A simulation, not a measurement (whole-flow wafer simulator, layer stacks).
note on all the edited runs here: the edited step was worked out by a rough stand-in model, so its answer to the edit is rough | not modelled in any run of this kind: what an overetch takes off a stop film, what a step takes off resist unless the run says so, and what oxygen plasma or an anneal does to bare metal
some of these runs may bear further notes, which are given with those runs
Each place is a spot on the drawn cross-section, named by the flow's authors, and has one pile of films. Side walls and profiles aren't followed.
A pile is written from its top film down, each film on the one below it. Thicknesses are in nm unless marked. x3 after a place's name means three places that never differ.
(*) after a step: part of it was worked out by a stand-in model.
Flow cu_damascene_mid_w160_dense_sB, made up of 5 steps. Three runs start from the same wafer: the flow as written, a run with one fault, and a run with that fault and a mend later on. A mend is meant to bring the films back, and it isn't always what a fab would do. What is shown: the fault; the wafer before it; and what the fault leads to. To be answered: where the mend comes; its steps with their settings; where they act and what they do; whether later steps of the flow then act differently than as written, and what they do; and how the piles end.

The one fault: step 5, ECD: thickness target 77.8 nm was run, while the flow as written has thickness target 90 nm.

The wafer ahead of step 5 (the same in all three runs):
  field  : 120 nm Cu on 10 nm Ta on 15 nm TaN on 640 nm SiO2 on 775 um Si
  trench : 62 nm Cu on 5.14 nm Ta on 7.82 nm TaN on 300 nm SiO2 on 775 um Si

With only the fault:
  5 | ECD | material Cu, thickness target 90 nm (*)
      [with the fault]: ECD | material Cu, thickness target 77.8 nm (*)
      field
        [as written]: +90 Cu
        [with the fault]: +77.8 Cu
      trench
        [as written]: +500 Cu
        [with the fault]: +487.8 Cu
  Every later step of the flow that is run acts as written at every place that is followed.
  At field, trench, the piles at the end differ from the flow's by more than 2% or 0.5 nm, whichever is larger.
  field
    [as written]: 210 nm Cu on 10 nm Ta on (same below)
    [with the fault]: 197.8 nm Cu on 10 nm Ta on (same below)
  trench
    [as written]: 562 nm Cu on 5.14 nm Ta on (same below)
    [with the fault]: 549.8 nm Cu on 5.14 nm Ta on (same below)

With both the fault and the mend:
  After step 5 comes the mend.
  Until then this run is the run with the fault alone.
  5a | ECD | material Cu, thickness target 12.2 nm (a further turn of the flow's step 5, with different settings)
      field, trench
        +12.2 Cu
  Every later step of the flow that is run acts as written at every place that is followed.
  By the end, the piles equal the flow's at every place that both follow.
